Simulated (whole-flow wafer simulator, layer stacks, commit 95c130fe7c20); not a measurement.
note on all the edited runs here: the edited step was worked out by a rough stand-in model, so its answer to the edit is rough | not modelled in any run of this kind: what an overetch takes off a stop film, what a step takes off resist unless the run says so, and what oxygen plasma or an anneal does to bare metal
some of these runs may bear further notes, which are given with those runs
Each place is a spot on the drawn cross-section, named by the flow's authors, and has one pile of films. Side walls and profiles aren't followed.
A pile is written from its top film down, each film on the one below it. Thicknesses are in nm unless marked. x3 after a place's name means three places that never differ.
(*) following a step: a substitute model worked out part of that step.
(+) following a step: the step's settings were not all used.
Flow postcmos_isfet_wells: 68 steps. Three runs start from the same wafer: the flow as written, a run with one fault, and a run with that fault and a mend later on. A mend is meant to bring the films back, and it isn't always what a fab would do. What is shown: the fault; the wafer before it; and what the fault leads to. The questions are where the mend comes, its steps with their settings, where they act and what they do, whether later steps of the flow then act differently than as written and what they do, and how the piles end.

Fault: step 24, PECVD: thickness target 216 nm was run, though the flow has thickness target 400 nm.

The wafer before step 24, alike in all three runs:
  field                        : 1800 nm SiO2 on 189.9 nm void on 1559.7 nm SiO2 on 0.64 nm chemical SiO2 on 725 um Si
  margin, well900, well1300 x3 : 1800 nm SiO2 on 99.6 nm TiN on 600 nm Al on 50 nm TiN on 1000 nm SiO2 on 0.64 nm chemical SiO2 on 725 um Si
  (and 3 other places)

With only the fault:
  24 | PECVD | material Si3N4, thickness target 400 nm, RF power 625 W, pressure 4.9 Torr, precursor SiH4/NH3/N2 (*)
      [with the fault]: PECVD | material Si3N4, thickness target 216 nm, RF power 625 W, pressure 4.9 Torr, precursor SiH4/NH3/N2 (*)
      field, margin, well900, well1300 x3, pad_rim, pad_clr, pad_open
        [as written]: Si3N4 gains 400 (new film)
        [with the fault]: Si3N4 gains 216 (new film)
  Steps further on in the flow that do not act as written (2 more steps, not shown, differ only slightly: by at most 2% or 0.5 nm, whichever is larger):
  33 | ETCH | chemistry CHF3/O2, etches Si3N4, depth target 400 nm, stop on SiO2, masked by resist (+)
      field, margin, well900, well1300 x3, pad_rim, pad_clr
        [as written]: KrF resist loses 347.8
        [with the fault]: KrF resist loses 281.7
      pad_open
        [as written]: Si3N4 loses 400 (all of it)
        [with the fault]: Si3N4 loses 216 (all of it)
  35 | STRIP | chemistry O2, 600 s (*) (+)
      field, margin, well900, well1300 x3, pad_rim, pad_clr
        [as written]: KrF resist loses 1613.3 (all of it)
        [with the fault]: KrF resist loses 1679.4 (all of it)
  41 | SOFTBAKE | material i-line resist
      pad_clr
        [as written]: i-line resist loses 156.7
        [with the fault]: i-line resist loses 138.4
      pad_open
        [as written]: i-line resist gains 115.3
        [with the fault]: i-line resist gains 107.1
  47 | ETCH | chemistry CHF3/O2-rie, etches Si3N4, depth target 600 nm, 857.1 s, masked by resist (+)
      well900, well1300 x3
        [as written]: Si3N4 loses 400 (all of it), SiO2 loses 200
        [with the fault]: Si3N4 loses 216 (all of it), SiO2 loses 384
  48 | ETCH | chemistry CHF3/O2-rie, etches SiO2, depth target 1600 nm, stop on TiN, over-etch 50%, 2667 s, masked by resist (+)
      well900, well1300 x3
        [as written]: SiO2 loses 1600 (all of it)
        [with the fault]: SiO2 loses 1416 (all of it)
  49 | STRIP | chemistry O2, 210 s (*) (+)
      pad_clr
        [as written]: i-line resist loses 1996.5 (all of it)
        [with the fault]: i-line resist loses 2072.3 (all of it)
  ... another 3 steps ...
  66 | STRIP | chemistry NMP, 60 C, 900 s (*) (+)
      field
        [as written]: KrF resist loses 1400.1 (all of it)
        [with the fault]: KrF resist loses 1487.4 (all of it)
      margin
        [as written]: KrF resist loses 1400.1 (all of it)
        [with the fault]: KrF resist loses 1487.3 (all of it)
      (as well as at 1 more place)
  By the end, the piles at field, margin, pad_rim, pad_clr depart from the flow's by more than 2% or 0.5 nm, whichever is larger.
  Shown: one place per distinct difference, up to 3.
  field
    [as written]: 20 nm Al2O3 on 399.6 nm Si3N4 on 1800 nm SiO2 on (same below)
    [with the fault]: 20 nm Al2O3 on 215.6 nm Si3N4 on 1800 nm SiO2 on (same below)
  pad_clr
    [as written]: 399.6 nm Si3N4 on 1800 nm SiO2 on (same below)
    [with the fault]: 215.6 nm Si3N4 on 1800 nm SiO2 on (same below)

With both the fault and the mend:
  After step 32 comes the mend.
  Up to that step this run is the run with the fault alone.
  32a | STRIP | chemistry O2, 600 s (*) (+)
      field, margin, well900, well1300 x3, pad_rim, pad_clr
        KrF resist loses 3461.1 (all of it)
  32b | PECVD | material Si3N4, thickness target 184 nm, RF power 625 W, pressure 4.9 Torr, precursor SiH4/NH3/N2 (*) (the flow's step 24 again, with other settings)
      field, margin, well900, well1300 x3, pad_rim, pad_clr, pad_open
        Si3N4 gains 184
  32c | HMDS | 30 s (the flow's step 26 again)
      alters no film at any place that is followed
  32d | COAT | KrF resist, thickness 3500 nm (the flow's step 27 again)
      field, margin, well900, well1300 x3, pad_rim, pad_clr, pad_open
        KrF resist gains 3500 (new film)
  32e | SOFTBAKE | material KrF resist (the flow's step 28 again)
      alters no film at any place that is followed
  32f | EBR (the flow's step 29 again)
      alters no film at any place that is followed
  32g | EXPOSE | photomask PAD, dose 67.86 mJ/cm2, NA 0.55, wavelength 248 nm (*) (the flow's step 30 again)
      alters no film at any place that is followed
  32h | PEB (the flow's step 31 again)
      field, margin, well900, well1300 x3, pad_rim, pad_clr, pad_open
        KrF resist loses 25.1
  32i | DEVELOP | thickness 3500 nm, 60 s (the flow's step 32 again)
      field, margin, well900, well1300 x3, pad_rim, pad_clr
        KrF resist loses 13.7
      pad_open
        KrF resist loses 3474.9 (all of it)
  None of the later steps of the flow acts differently than as written at any place that is followed.
  At every place that both follow, the piles at the end match the flow's.
